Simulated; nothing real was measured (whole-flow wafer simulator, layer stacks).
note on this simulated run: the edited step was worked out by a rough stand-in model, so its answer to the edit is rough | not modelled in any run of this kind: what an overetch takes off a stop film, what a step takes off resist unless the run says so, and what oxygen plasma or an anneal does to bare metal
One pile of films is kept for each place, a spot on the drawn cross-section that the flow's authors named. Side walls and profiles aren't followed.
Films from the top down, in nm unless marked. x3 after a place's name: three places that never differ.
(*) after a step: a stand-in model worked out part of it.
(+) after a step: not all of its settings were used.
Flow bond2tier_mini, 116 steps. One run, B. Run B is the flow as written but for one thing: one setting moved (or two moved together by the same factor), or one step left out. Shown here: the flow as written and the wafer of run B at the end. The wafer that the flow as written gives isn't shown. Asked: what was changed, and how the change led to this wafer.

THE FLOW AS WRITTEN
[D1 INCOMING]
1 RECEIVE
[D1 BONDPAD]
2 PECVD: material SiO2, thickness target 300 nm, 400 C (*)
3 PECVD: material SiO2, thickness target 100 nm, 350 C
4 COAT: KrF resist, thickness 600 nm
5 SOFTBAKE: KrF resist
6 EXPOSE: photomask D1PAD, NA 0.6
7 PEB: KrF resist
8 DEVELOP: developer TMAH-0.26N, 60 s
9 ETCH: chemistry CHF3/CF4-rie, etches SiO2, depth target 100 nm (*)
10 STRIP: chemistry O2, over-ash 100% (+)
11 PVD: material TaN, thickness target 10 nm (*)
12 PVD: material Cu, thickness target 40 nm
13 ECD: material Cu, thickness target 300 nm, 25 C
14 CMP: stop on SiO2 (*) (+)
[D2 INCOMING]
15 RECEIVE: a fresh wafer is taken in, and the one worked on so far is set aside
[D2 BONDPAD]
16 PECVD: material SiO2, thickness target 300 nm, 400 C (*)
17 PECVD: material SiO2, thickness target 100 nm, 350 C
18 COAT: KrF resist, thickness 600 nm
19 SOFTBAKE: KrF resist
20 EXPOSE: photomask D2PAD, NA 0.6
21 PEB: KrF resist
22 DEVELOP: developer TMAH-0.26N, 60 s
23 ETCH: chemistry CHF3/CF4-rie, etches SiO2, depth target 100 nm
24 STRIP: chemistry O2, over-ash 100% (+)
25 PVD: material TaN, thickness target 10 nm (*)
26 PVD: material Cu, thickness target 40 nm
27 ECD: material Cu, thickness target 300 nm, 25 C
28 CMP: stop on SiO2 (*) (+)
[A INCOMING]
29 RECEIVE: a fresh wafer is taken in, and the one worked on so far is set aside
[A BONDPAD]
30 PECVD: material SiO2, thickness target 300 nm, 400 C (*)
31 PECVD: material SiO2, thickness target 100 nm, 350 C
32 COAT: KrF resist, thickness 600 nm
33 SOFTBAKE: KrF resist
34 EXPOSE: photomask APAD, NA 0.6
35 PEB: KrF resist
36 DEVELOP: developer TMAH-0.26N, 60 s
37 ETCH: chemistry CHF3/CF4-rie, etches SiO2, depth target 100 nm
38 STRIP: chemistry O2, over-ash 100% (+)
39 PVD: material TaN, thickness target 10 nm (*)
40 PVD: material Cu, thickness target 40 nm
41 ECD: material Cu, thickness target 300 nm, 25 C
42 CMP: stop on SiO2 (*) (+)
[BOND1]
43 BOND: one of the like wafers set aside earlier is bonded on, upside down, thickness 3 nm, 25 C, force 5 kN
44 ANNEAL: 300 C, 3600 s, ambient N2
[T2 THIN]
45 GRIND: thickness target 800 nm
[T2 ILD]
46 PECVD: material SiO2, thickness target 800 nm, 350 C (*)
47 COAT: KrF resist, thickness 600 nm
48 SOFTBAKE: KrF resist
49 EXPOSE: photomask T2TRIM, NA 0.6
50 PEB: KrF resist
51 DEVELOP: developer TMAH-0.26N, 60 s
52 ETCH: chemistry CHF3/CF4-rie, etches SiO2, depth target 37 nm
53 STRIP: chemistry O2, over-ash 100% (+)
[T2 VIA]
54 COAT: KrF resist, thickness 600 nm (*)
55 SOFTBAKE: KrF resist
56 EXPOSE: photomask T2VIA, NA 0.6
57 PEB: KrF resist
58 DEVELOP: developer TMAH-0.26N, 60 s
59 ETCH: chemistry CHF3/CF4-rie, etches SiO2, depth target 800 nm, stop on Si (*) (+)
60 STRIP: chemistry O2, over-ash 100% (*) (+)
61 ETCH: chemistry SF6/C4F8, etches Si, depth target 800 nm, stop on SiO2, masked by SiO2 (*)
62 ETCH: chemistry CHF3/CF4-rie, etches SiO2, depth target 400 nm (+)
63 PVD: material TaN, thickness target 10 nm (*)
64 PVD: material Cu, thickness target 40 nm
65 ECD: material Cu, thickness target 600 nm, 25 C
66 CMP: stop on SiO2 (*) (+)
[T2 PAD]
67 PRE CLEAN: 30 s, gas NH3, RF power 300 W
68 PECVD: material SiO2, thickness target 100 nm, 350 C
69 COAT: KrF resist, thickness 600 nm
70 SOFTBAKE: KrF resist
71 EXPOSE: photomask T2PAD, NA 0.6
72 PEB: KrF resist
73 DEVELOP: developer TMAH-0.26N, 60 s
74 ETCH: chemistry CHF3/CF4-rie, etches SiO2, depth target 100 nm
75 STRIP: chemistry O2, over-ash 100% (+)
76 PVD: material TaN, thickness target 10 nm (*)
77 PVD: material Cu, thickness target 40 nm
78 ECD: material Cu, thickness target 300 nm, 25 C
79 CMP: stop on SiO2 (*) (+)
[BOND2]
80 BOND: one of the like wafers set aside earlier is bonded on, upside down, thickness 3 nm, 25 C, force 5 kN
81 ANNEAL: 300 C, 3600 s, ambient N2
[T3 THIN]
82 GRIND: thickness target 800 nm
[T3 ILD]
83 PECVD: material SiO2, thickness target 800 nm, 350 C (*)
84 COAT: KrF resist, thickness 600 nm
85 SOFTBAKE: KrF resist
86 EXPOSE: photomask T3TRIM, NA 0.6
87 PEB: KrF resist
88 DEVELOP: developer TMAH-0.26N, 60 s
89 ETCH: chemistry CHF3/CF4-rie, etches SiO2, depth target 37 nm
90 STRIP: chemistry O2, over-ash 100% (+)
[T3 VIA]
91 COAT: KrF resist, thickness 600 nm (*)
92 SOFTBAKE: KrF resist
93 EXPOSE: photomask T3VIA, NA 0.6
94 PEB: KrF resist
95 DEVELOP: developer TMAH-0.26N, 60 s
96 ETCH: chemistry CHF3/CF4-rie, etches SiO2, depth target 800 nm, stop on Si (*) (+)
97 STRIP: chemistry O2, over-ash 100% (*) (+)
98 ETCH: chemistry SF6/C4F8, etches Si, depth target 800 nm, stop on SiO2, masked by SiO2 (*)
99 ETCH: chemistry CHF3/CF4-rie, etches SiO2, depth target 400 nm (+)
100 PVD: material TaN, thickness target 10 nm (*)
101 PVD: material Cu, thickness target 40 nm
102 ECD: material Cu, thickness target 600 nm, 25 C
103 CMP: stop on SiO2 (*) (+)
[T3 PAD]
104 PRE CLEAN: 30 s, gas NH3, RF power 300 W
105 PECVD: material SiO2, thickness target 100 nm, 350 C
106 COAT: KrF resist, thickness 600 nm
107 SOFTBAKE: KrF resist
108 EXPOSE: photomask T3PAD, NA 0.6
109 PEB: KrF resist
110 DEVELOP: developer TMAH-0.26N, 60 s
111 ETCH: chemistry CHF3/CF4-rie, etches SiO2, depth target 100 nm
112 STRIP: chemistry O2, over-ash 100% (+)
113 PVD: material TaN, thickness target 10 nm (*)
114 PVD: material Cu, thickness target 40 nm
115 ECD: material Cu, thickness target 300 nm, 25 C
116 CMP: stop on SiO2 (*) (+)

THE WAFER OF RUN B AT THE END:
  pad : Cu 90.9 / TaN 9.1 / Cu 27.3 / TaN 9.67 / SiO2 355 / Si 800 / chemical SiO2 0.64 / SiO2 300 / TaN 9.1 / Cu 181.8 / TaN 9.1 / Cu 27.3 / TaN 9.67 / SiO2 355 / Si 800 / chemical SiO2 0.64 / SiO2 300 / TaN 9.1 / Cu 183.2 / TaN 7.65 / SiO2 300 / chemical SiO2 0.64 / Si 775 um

The cause: step 39, PVD: thickness target 8.4 nm was run, where the flow has thickness target 10 nm.

How the change led to this, step by step:
  39 PVD: material TaN, thickness target 10 nm (*)
      field: TaN +8.4 (new film) (as written it would be: TaN +10 (new film))
      pad: TaN +7.65 (new film) (as written it would be: TaN +9.1 (new film))
      (and at 1 more place)
  42 CMP: stop on SiO2 (*) (+)
      field: Cu -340 (all of it), TaN -8.4 (all of it) (as written it would be: Cu -340 (all of it), TaN -10 (all of it))
